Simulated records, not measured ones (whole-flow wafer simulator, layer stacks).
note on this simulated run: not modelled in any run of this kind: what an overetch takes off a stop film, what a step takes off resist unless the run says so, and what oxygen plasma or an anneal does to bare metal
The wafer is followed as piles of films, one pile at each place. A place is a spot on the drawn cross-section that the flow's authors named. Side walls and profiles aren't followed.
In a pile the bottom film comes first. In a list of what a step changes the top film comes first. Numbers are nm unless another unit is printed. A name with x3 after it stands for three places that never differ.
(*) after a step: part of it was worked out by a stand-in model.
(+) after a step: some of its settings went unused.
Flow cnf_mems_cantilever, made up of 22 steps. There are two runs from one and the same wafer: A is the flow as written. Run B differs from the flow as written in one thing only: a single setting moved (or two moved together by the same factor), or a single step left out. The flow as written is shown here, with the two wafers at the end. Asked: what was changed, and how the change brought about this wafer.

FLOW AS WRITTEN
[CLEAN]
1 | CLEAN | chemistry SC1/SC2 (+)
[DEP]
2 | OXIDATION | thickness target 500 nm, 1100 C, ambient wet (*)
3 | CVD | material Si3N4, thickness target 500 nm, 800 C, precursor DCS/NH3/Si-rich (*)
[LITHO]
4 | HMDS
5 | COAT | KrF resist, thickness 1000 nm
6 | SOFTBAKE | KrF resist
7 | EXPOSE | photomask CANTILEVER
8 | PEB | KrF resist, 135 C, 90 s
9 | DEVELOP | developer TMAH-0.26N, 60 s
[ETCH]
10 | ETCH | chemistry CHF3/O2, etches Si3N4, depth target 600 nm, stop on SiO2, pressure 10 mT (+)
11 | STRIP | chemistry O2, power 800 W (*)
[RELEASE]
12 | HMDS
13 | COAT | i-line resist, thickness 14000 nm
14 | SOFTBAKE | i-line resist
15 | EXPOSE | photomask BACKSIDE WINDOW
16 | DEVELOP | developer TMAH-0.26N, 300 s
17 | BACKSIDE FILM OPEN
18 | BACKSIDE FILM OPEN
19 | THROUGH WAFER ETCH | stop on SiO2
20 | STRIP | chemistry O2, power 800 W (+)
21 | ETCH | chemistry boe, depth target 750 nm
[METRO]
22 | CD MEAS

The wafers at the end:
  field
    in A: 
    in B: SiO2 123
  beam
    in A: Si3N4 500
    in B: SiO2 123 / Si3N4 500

The reason: step 21, ETCH: depth target 377 nm was run, though the flow has depth target 750 nm.

The path from the change to this, step by step:
  21 | ETCH | chemistry boe, depth target 750 nm
      field: A -500 SiO2 (all of it) | B -377 SiO2
      beam: A under 1 film: -500 SiO2 (all of it) | B under 1 film: -377 SiO2
